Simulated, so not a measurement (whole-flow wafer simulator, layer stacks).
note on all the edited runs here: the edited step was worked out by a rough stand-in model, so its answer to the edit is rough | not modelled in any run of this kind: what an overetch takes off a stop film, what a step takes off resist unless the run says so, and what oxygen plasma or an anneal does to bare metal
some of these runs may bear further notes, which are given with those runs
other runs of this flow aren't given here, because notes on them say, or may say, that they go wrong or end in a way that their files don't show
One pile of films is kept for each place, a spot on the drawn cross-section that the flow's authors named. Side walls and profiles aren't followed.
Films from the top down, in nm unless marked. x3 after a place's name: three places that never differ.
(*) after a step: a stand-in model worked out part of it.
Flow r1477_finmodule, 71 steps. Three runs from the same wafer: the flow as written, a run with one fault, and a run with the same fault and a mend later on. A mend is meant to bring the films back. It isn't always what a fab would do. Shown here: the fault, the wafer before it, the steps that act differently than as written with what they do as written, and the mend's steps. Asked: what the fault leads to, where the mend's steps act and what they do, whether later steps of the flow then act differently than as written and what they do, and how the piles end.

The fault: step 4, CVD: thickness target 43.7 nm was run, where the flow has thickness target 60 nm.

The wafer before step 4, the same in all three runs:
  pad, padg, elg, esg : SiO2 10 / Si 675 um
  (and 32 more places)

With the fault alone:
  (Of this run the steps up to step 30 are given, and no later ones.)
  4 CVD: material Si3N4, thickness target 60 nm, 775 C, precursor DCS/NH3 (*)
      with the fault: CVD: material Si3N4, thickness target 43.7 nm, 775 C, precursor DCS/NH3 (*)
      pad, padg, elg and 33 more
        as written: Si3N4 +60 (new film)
        with the fault: Si3N4 +43.7 (new film)
  No later step of the flow up to step 30 acts differently than as written at any place that is followed.
  After step 30 the piles differ from the flow's by more than 2% or 0.5 nm, whichever is larger, at pad, padg, elg and 33 more.
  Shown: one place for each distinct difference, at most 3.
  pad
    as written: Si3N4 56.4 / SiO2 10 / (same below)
    with the fault: Si3N4 40.1 / SiO2 10 / (same below)
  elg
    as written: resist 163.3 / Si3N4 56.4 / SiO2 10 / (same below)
    with the fault: resist 163.3 / Si3N4 40.1 / SiO2 10 / (same below)
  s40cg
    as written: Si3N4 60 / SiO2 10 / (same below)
    with the fault: Si3N4 43.7 / SiO2 10 / (same below)

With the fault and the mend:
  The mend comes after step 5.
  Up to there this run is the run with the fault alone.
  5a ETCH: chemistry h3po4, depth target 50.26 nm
      pad, padg, elg and 33 more
        Si3N4 -43.7 (all of it)
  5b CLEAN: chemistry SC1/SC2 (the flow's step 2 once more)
      changes no film at any place that is followed
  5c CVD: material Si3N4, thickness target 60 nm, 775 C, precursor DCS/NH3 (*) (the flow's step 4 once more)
      pad, padg, elg and 33 more
        Si3N4 +60 (new film)
  No later step of the flow acts differently than as written at any place that is followed.
  At the end the piles are the same as the flow's at every place that both follow.
